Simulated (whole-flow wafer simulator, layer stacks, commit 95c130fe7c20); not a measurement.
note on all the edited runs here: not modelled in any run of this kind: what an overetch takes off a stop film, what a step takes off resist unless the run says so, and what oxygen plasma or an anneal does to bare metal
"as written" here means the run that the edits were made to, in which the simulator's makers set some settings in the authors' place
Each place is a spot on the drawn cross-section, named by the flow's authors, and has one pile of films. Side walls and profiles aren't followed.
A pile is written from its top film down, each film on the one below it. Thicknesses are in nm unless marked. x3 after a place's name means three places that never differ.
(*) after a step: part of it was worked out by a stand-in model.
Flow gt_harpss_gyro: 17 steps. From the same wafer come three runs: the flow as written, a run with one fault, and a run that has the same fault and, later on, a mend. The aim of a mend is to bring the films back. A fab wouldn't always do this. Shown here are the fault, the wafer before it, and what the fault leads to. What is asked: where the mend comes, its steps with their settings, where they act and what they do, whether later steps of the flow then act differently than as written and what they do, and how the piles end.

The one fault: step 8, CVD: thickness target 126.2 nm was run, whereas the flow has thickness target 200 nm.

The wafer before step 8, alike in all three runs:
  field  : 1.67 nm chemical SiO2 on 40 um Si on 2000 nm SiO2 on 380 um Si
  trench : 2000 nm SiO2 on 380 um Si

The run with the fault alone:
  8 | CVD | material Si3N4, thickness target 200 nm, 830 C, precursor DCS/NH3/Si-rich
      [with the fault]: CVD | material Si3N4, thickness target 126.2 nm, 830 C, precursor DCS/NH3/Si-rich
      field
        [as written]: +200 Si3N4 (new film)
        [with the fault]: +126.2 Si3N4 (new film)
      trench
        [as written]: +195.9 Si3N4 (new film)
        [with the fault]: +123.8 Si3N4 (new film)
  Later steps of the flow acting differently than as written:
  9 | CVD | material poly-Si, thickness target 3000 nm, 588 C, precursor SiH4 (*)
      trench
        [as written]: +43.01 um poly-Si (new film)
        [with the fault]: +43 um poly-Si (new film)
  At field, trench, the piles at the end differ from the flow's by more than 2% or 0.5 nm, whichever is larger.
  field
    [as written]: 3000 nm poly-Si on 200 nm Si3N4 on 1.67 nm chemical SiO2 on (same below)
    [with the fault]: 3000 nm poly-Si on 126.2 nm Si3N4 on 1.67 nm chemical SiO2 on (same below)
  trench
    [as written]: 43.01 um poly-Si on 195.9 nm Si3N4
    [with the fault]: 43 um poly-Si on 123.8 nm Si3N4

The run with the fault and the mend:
  The mend follows step 8.
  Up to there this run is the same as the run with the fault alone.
  8a | ETCH | chemistry h3po4, depth target 145.2 nm
      field
        -126.2 Si3N4 (all of it)
      trench
        -123.8 Si3N4 (all of it)
  8b | CLEAN | chemistry SPM (a further turn of the flow's step 1)
      leaves every film unchanged at each place that is followed
  8c | CVD | material Si3N4, thickness target 200 nm, 830 C, precursor DCS/NH3/Si-rich (a further turn of the flow's step 8)
      field
        +200 Si3N4 (new film)
      trench
        +195.9 Si3N4 (new film)
  None of the later steps of the flow acts differently than as written at any place that is followed.
  At every place that both follow, the piles at the end match the flow's.
